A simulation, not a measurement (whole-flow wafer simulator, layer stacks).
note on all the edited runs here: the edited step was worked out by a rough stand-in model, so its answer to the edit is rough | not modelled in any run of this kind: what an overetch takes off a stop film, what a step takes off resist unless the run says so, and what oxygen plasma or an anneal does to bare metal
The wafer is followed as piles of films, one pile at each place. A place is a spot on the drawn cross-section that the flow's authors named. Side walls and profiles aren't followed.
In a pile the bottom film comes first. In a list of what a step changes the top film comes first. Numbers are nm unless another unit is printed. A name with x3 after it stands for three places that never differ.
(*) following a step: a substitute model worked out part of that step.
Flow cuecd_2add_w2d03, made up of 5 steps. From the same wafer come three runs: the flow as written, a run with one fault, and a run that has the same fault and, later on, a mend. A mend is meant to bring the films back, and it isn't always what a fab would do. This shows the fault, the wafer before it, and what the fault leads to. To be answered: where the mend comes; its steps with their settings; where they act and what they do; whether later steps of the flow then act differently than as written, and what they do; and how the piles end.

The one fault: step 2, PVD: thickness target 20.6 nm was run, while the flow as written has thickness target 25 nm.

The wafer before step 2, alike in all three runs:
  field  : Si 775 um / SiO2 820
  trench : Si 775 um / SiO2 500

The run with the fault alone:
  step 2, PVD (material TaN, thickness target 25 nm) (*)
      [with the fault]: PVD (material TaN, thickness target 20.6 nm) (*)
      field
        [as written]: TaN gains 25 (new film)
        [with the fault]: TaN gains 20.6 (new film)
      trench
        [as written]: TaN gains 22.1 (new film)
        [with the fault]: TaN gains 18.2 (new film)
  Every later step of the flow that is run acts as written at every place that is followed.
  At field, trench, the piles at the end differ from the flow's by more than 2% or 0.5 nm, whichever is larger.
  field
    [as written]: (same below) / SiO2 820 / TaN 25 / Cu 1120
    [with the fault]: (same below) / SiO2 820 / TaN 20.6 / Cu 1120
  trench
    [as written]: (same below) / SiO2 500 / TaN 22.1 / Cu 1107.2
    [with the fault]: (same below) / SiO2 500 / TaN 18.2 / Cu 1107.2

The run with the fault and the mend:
  After step 2 comes the mend.
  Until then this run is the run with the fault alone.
  step 2a, PVD (material TaN, thickness target 4.4 nm) (*) (the flow's step 2, run once more with other settings)
      field
        TaN gains 4.4
      trench
        TaN gains 3.88
  Every later step of the flow that is run acts as written at every place that is followed.
  By the end, the piles equal the flow's at every place that both follow.
